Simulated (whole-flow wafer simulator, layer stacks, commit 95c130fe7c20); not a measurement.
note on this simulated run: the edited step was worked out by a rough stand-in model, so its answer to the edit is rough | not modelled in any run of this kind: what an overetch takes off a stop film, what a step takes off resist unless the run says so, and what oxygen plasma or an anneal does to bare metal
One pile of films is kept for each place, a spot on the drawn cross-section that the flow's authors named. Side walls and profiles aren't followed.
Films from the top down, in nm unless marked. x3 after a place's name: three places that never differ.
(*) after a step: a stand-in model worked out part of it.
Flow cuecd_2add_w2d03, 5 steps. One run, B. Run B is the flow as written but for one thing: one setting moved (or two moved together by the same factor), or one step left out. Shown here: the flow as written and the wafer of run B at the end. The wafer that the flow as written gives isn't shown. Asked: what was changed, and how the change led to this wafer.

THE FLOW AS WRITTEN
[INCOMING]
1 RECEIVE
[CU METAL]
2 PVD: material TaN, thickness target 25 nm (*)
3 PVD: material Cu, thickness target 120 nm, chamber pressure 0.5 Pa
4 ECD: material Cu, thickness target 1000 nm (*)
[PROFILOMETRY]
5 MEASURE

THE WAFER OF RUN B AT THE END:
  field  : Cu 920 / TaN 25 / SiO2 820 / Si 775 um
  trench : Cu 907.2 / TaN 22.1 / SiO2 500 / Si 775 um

The cause: step 4, ECD: thickness target 800 nm was run, where the flow has thickness target 1000 nm.

How the change led to this, step by step:
  4 ECD: material Cu, thickness target 1000 nm (*)
      field, trench: Cu +800 (as written it would be: Cu +1000)
